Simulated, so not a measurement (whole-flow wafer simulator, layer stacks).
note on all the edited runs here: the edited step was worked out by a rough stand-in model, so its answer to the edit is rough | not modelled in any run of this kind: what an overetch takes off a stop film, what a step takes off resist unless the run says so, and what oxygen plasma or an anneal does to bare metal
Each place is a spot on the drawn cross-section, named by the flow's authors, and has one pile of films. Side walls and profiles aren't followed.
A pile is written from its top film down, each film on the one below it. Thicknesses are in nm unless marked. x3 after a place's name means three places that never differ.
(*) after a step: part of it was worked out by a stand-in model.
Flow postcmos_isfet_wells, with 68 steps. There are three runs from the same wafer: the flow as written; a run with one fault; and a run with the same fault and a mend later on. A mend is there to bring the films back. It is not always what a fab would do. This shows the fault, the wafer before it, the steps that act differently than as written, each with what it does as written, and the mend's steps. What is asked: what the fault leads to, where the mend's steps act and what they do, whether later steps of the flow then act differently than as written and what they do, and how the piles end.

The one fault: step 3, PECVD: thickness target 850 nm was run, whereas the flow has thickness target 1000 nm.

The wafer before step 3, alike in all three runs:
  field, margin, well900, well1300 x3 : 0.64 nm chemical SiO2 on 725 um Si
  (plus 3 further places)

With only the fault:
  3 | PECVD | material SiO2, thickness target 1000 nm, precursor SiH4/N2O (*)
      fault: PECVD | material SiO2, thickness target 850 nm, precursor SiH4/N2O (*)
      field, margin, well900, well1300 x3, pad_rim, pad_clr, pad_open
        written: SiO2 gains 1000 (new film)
        fault: SiO2 gains 850 (new film)
  Every later step of the flow that is run acts as written at every place that is followed.
  At field, margin, well900, well1300 x3, pad_rim, pad_clr, pad_open, the piles at the end differ from the flow's by more than 2% or 0.5 nm, whichever is larger.
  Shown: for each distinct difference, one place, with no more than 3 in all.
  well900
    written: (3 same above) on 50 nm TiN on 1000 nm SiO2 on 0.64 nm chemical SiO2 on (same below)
    fault: (3 same above) on 50 nm TiN on 850 nm SiO2 on 0.64 nm chemical SiO2 on (same below)
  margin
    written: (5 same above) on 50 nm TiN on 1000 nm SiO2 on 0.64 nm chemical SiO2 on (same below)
    fault: (5 same above) on 50 nm TiN on 850 nm SiO2 on 0.64 nm chemical SiO2 on (same below)
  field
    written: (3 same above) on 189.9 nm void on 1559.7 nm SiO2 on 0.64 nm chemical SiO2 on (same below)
    fault: (3 same above) on 189.9 nm void on 1409.7 nm SiO2 on 0.64 nm chemical SiO2 on (same below)

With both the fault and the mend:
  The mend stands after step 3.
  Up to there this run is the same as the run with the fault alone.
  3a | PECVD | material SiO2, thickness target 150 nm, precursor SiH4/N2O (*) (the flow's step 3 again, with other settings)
      field, margin, well900, well1300 x3, pad_rim, pad_clr, pad_open
        SiO2 gains 150
  Every later step of the flow that is run acts as written at every place that is followed.
  By the end, the piles equal the flow's at every place that both follow.
